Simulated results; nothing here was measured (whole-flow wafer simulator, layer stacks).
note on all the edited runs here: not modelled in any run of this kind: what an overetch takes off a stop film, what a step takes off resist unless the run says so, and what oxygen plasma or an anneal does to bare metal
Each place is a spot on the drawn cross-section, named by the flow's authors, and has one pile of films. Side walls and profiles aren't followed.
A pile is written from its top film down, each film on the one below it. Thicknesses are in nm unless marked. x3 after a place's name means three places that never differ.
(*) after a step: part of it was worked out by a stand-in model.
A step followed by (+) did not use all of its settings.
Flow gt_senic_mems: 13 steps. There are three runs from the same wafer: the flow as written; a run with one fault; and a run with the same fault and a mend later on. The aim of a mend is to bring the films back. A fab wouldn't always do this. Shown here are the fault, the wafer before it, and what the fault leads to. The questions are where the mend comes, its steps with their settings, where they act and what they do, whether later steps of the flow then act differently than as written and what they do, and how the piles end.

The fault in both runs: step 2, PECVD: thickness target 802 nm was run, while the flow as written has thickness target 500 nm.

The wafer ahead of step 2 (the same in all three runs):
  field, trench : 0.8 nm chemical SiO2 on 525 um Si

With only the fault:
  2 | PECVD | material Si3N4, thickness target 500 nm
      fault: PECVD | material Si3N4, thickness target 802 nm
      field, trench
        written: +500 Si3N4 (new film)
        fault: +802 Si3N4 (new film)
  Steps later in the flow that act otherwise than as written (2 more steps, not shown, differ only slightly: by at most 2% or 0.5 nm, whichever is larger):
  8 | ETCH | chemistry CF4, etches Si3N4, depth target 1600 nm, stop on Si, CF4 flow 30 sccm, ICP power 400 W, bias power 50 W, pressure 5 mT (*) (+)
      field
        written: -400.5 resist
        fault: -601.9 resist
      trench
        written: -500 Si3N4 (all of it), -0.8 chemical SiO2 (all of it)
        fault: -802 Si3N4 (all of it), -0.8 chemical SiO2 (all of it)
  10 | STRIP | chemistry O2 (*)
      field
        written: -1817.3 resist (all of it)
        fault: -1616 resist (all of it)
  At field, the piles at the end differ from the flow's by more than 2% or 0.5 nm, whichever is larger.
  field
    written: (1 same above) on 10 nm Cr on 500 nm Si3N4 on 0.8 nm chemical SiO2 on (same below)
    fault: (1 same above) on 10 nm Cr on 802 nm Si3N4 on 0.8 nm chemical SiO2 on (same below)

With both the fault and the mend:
  The mend stands after step 2.
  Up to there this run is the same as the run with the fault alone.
  2a | ETCH | chemistry h3po4, depth target 302 nm
      field, trench
        -302 Si3N4
  None of the later steps of the flow acts differently than as written at any place that is followed.
  At every place that both follow, the piles at the end match the flow's.
